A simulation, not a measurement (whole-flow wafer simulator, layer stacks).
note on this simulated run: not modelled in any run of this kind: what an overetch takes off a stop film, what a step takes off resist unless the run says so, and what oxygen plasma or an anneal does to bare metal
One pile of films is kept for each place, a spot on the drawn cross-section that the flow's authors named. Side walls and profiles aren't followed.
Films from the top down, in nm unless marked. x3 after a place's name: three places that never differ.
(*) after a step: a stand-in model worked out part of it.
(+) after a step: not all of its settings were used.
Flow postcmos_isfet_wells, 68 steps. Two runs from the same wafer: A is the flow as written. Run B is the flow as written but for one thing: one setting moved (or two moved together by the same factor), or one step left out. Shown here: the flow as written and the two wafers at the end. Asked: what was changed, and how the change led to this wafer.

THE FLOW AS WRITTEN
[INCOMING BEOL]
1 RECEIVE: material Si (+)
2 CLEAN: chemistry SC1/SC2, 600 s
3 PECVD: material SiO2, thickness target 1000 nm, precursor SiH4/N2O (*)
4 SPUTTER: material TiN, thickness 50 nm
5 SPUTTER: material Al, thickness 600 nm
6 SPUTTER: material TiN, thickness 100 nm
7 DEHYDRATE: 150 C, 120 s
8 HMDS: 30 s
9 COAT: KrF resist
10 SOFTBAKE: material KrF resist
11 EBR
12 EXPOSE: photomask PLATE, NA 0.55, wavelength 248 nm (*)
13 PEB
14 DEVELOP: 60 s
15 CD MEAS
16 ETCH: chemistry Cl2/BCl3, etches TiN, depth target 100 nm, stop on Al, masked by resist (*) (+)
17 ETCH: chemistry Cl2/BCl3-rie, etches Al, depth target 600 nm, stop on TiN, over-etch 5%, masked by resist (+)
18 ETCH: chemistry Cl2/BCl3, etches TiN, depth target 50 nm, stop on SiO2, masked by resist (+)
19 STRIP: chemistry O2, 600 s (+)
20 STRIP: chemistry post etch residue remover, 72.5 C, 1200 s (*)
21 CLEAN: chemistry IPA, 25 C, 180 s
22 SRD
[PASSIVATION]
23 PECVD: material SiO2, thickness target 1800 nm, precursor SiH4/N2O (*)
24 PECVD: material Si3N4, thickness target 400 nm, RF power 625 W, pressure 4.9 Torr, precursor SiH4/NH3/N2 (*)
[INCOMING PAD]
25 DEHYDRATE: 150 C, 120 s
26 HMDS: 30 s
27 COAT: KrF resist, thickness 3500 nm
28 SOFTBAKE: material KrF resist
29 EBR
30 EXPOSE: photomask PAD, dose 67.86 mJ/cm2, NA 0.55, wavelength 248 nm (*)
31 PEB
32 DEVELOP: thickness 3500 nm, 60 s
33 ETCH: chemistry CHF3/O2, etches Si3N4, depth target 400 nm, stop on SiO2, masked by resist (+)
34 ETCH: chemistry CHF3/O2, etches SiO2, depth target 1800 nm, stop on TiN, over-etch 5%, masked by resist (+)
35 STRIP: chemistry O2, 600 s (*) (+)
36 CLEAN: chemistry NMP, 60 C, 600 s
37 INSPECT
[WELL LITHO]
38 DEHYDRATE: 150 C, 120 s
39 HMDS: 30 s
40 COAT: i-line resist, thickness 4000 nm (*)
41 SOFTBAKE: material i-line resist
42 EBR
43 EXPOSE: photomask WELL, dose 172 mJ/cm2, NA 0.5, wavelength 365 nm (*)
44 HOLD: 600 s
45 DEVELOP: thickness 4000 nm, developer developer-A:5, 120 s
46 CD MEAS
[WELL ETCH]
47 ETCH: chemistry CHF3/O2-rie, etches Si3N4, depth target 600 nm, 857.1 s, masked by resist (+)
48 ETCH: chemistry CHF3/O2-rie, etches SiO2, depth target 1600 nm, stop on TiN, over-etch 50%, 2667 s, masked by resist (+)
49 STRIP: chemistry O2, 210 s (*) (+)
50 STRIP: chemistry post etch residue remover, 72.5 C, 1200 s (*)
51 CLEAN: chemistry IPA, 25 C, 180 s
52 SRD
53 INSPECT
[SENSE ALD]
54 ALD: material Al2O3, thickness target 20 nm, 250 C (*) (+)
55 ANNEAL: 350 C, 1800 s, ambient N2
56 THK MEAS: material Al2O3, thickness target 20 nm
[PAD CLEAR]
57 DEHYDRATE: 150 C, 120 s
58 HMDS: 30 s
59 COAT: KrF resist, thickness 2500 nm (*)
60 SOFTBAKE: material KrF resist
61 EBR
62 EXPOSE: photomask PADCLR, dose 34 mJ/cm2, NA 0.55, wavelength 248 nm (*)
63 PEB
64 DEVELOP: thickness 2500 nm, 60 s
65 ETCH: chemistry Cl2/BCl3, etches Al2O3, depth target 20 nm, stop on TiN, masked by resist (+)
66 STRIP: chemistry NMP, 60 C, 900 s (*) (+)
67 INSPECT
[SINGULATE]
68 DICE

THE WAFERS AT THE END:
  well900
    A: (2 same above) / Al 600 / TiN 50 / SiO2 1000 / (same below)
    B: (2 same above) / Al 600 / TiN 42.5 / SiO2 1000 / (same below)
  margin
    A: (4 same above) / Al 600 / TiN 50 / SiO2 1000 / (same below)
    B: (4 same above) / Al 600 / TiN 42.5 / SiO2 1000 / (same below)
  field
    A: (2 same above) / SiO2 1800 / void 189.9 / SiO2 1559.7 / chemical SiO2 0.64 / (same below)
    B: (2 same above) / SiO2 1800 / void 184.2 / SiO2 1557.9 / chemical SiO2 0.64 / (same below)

The cause: step 4, SPUTTER: thickness 42.5 nm was run, where the flow has thickness 50 nm.
It can be read off the wafer: well900 has TiN 42.5, and step 4 as written asks for 50 nm.

How the change led to this, step by step:
  4 SPUTTER: material TiN, thickness 50 nm
      field, margin, well900, well1300 x3, pad_rim, pad_clr, pad_open: A TiN +50 (new film) | B TiN +42.5 (new film)
  18 ETCH: chemistry Cl2/BCl3, etches TiN, depth target 50 nm, stop on SiO2, masked by resist (+)
      field: A TiN -50 (all of it) | B TiN -42.5 (all of it)
  23 PECVD: material SiO2, thickness target 1800 nm, precursor SiH4/N2O (*)
      field: A SiO2 +1800 (new film), void +189.9 (new film), SiO2 +559.7 | B SiO2 +1800 (new film), void +184.2 (new film), SiO2 +557.9
